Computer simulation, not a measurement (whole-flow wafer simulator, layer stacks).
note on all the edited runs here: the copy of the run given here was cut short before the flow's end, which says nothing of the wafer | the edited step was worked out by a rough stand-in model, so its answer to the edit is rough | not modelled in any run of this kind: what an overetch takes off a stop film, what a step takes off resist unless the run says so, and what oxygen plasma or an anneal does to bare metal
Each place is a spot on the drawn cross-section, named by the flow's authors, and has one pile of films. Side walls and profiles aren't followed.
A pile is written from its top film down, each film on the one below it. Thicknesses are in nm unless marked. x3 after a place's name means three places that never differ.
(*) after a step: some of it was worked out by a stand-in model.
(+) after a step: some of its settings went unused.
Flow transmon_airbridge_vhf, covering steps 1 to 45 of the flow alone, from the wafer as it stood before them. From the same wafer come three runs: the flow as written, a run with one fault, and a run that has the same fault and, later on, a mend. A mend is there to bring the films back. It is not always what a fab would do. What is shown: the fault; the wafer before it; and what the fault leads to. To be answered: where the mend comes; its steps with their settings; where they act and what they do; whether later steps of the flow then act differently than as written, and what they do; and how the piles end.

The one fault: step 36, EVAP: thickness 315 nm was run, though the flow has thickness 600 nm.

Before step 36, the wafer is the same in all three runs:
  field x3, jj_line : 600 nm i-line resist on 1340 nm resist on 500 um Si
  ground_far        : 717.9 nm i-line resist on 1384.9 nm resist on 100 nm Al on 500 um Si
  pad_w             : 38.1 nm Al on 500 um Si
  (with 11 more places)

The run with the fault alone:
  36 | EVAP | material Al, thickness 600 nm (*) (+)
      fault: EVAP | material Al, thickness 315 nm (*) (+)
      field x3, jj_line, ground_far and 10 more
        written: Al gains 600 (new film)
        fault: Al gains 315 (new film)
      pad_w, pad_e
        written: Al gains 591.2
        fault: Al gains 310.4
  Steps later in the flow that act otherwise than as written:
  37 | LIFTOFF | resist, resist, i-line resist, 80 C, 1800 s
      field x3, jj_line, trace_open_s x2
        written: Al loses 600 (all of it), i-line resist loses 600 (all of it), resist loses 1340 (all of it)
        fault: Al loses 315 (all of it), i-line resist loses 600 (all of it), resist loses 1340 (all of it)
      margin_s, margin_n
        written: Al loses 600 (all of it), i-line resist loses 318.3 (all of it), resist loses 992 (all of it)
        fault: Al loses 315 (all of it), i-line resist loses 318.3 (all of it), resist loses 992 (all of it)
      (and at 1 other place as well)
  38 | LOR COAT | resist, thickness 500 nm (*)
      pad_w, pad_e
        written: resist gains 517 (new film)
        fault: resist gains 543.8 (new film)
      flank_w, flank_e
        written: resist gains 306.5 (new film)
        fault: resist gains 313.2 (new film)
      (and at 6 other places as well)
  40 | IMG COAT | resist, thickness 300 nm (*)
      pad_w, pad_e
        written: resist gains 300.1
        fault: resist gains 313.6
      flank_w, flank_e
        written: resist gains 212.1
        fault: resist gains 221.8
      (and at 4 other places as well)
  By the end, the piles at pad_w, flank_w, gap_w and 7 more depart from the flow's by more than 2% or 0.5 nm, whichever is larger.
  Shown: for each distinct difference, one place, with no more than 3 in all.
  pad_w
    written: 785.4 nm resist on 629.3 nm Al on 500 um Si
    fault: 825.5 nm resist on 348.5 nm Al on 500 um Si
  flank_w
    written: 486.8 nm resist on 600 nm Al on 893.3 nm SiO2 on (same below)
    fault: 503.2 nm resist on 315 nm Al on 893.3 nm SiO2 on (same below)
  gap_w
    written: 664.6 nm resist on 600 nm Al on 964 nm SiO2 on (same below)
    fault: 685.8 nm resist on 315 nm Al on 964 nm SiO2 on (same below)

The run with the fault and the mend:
  The mend stands after step 36.
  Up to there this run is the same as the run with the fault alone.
  36a | EVAP | material Al, thickness 285 nm (*) (+) (the flow's step 36 again, with other settings)
      field x3, jj_line, ground_far and 10 more
        Al gains 285
      pad_w, pad_e
        Al gains 280.8
  None of the later steps of the flow differs from how it acts as written, at any place that is followed, by more than 2% or 0.5 nm, whichever is larger.
  When the end is reached, the piles differ only a little from the flow's at the places that both follow, at most by 2% or 0.5 nm, whichever is larger.
